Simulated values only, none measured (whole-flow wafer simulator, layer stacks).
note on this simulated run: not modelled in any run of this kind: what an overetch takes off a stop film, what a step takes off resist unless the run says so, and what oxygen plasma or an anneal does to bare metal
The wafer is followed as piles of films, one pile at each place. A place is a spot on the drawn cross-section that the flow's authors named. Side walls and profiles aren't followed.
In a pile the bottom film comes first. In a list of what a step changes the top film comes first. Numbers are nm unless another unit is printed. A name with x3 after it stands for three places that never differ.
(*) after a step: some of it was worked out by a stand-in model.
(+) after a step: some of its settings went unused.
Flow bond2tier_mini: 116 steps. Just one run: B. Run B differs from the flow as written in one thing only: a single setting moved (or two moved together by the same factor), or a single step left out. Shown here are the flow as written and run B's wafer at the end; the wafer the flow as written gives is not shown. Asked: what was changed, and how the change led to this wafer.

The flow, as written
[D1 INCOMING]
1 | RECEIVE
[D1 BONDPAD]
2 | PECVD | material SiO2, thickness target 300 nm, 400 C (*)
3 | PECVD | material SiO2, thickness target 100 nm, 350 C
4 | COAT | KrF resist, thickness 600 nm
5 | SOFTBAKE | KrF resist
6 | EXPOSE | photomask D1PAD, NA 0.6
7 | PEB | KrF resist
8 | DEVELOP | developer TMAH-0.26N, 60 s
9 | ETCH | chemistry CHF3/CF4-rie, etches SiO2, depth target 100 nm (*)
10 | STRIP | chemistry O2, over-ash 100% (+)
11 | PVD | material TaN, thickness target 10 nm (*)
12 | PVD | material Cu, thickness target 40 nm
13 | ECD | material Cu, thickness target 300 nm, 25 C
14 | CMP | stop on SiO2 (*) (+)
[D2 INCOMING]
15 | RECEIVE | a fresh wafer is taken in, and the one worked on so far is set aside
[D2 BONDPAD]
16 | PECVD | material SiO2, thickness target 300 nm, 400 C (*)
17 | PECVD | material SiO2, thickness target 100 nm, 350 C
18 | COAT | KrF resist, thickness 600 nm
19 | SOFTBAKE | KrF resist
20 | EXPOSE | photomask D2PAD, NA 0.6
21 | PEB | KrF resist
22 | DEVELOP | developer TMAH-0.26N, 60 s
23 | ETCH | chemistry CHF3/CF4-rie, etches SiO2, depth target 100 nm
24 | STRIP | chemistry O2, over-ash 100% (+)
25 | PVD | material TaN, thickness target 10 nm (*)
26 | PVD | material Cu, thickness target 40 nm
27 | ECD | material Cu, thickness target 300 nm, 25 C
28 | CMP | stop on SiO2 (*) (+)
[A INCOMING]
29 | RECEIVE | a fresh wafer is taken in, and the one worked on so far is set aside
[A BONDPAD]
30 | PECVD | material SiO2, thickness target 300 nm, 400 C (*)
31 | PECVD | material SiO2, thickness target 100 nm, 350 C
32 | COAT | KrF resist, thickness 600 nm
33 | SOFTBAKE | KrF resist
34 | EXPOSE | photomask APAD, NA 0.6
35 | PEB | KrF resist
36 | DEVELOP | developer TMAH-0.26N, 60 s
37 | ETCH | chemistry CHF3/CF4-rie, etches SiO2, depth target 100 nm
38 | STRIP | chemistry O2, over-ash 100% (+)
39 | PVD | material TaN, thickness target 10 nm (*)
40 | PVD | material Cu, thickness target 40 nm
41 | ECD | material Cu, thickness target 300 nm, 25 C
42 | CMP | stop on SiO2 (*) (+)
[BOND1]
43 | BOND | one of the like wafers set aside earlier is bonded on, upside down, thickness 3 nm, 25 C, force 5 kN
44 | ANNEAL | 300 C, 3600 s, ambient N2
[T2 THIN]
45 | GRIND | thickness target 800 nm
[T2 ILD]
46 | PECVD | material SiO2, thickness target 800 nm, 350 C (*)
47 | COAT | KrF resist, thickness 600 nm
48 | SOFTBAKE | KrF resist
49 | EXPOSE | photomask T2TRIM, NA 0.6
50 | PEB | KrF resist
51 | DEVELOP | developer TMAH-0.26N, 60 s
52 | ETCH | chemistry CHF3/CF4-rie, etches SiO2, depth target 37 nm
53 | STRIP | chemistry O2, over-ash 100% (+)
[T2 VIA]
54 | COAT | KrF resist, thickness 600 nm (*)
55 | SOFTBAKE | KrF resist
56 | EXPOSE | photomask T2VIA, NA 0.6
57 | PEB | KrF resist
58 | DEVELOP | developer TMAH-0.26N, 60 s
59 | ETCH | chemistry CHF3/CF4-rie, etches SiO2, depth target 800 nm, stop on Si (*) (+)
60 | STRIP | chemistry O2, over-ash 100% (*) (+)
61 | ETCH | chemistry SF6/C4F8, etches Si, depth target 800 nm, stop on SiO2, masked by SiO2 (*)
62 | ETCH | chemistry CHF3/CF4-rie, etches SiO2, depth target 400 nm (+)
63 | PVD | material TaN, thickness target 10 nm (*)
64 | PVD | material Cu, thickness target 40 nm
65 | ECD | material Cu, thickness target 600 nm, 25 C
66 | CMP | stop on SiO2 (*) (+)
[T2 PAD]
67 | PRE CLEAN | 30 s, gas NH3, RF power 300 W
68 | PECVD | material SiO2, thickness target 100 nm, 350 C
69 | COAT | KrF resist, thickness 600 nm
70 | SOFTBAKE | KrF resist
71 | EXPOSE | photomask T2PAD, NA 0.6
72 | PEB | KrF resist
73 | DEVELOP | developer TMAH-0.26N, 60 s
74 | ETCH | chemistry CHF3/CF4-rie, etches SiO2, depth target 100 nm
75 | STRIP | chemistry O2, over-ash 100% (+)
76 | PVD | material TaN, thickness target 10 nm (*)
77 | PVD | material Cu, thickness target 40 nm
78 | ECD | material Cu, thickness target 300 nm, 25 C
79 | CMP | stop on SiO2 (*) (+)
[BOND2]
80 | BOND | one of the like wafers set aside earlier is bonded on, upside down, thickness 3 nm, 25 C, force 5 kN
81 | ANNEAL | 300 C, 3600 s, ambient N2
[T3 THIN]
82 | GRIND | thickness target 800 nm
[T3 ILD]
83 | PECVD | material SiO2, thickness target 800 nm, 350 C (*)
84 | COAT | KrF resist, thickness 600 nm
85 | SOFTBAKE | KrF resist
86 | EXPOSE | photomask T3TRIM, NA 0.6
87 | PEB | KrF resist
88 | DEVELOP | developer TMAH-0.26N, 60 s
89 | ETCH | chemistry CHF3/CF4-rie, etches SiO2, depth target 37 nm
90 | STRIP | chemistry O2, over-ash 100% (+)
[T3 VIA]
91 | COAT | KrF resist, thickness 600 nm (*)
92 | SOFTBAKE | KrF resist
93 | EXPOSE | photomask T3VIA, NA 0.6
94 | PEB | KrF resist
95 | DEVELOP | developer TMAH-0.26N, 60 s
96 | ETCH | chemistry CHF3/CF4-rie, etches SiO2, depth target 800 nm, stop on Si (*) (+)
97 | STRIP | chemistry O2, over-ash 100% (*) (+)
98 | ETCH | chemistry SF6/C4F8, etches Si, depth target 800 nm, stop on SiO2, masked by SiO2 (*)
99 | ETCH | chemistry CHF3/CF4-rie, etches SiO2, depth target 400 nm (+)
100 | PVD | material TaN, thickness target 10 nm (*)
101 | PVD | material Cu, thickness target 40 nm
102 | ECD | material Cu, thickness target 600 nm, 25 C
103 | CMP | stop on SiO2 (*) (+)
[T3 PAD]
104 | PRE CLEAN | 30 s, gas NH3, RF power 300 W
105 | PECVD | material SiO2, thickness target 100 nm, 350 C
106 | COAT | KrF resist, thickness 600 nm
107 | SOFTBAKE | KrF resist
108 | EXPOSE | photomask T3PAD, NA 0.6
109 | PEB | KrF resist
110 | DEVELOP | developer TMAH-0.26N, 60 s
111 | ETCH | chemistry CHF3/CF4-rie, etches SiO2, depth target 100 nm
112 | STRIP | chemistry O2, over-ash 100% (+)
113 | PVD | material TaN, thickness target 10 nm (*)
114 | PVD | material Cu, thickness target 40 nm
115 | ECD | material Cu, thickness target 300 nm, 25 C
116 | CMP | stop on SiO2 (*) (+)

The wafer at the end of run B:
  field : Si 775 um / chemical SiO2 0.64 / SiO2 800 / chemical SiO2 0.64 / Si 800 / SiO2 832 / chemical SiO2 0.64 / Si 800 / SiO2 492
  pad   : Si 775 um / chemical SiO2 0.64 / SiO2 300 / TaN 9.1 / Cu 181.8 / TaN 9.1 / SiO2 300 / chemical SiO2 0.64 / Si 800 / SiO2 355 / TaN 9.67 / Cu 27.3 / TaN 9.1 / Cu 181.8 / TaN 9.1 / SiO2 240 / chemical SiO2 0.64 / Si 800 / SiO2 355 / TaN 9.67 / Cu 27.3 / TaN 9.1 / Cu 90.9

The reason: step 17, PECVD: thickness target 40 nm was run, while the flow as written has thickness target 100 nm.

How this came from the change, step by step:
  17 | PECVD | material SiO2, thickness target 100 nm, 350 C
      field, pad, via: +40 SiO2 (as written it would have been: +100 SiO2)
  80 | BOND | one of the like wafers set aside earlier is bonded on, upside down, thickness 3 nm, 25 C, force 5 kN
      field: +775 um Si (new film), +0.64 chemical SiO2 (new film), +340 SiO2 (as written it would have been: +775 um Si (new film), +0.64 chemical SiO2 (new film), +400 SiO2)
      pad: +775 um Si (new film), +0.64 chemical SiO2 (new film), +240 SiO2 (new film), +9.1 TaN (new film), +90.9 Cu (as written it would have been: +775 um Si (new film), +0.64 chemical SiO2 (new film), +300 SiO2 (new film), +9.1 TaN (new film), +90.9 Cu)
